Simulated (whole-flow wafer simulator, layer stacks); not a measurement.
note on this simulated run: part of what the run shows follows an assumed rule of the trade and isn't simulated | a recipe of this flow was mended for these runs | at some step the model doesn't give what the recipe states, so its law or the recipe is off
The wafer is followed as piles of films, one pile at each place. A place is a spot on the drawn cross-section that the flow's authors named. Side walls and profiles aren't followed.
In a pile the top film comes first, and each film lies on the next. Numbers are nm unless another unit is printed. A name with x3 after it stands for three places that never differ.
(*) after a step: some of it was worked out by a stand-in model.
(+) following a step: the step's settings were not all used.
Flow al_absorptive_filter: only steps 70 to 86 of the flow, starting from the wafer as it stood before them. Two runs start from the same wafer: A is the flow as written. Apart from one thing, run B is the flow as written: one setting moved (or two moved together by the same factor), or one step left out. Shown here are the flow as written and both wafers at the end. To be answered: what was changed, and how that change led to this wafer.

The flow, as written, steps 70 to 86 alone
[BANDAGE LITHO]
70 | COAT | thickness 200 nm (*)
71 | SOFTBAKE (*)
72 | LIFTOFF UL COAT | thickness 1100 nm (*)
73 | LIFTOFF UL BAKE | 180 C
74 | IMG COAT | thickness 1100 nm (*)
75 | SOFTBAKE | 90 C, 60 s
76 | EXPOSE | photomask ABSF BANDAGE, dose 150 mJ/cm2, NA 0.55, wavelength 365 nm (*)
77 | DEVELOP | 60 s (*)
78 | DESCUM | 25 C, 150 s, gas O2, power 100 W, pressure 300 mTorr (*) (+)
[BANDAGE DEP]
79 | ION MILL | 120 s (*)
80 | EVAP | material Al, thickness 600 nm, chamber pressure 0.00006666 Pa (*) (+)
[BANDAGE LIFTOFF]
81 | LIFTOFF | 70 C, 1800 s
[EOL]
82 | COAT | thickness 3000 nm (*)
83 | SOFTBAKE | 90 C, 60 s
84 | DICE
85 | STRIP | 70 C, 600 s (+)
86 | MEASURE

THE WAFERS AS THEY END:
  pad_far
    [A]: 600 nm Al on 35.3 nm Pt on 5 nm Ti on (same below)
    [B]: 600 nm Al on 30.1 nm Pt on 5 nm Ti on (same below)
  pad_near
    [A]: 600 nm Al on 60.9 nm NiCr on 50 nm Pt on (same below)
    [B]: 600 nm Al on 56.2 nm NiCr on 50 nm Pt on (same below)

Cause: step 79, ION MILL: 163 s was run, whereas the flow has 120 s.

The path from the change to this, step by step:
  79 | ION MILL | 120 s (*)
      gnd, ledge, res and 9 more: A -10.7 i-line-resist | B -14.5 i-line-resist
      pad_far: A -14.7 Pt | B -19.9 Pt
      (as well as at 1 more place)
